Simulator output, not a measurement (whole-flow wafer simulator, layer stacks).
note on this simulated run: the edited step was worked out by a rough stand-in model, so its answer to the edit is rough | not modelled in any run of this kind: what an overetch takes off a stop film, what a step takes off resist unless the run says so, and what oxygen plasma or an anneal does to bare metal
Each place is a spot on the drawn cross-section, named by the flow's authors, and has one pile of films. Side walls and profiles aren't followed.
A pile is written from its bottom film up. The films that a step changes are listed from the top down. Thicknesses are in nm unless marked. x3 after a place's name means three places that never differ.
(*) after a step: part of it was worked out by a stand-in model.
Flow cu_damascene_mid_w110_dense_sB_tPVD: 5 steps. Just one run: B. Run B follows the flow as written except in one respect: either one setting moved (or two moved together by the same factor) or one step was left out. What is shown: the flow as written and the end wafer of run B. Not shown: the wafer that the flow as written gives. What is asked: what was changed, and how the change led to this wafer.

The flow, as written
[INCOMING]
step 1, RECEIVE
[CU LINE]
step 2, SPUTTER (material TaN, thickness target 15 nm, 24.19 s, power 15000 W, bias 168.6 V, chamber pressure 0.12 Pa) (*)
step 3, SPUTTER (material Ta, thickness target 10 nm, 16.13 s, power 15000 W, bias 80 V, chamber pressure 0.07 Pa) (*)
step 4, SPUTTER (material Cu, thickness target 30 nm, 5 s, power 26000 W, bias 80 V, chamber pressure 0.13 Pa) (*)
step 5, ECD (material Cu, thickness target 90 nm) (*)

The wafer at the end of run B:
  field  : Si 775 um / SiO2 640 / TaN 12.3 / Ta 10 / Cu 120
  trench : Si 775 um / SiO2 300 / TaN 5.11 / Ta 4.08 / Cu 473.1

The reason: step 2, SPUTTER: power 12300 W was run, whereas the flow has power 15000 W.

Step by step, how the change led to this:
  step 2, SPUTTER (material TaN, thickness target 15 nm, 24.19 s, power 15000 W, bias 168.6 V, chamber pressure 0.12 Pa) (*)
      field: TaN gains 12.3 (new film) (it would be, as written: TaN gains 15 (new film))
      trench: TaN gains 5.11 (new film) (it would be, as written: TaN gains 6.23 (new film))
